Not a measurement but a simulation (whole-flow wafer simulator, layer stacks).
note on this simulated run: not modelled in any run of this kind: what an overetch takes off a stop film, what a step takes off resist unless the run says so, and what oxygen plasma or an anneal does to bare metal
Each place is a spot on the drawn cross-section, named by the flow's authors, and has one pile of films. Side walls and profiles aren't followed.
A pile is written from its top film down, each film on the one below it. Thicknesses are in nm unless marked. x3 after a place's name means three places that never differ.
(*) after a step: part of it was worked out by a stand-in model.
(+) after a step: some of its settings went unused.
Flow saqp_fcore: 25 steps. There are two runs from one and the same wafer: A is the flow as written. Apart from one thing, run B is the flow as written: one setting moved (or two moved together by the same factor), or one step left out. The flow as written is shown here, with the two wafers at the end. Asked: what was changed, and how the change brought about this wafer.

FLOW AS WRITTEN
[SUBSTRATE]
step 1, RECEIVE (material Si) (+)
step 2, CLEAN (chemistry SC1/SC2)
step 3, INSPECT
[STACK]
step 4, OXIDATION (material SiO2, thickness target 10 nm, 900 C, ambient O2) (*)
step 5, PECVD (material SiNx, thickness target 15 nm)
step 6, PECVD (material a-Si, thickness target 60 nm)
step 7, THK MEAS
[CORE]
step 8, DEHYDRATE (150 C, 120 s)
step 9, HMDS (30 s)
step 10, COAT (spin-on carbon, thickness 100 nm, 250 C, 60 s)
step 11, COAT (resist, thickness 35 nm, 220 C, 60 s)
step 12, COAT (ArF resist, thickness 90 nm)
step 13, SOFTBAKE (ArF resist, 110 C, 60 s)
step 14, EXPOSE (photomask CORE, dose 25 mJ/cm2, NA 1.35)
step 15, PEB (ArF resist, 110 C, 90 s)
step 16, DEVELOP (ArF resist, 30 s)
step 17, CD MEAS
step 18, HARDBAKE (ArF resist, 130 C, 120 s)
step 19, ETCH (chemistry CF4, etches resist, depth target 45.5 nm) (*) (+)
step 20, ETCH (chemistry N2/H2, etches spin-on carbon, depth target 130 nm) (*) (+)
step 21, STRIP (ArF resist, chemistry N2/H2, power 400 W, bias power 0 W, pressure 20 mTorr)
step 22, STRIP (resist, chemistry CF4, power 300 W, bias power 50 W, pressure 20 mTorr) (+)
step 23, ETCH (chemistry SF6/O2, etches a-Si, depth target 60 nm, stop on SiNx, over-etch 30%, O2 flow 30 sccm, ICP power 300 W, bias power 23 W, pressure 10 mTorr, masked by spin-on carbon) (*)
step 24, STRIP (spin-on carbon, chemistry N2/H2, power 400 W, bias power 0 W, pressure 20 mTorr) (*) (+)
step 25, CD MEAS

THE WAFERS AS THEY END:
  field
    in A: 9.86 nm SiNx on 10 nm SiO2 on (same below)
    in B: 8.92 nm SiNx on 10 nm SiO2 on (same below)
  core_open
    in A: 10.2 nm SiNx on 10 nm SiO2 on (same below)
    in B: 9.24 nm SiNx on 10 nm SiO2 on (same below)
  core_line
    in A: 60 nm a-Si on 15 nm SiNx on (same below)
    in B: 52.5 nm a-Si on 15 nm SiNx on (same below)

The reason: step 6, PECVD: thickness target 52.5 nm was run, while the flow as written has thickness target 60 nm.
The wafer itself shows it: core_line has a-Si 52.5, and step 6 as written asks for 60 nm.

How this came from the change, step by step:
  step 6, PECVD (material a-Si, thickness target 60 nm)
      field, core_open, core_line: A +60 a-Si (new film) | B +52.5 a-Si (new film)
  step 23, ETCH (chemistry SF6/O2, etches a-Si, depth target 60 nm, stop on SiNx, over-etch 30%, O2 flow 30 sccm, ICP power 300 W, bias power 23 W, pressure 10 mTorr, masked by spin-on carbon) (*)
      field: A -36.9 a-Si (all of it), -5.14 SiNx | B -29.4 a-Si (all of it), -6.08 SiNx
      core_open: A -39.4 a-Si (all of it), -4.82 SiNx | B -31.9 a-Si (all of it), -5.76 SiNx
      (and at 1 other place as well)
